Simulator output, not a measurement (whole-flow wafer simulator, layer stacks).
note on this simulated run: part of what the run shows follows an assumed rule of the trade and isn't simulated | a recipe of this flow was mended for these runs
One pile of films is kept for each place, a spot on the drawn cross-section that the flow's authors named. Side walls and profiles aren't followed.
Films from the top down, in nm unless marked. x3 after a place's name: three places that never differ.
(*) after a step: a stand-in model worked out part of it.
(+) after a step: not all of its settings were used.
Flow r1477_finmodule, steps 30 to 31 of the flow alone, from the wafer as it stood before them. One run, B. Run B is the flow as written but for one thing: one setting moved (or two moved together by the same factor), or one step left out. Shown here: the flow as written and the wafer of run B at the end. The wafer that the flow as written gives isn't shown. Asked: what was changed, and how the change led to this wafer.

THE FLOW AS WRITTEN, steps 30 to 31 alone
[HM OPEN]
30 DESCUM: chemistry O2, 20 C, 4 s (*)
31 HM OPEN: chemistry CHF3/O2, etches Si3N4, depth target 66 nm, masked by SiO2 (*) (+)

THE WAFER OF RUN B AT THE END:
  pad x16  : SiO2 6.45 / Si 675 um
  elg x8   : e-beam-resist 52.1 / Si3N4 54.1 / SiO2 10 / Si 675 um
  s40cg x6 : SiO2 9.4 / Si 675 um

The cause: step 31, HM OPEN: depth target 61.2 nm was run, where the flow has depth target 66 nm.

How the change led to this, step by step:
  31 HM OPEN: chemistry CHF3/O2, etches Si3N4, depth target 66 nm, masked by SiO2 (*) (+)
      pad x16: Si3N4 -54.1 (all of it), SiO2 -3.55 (as written it would be: Si3N4 -54.1 (all of it), SiO2 -5.95)
      elg x8: e-beam-resist -61.2 (as written it would be: e-beam-resist -66)
      (and at 12 more places)
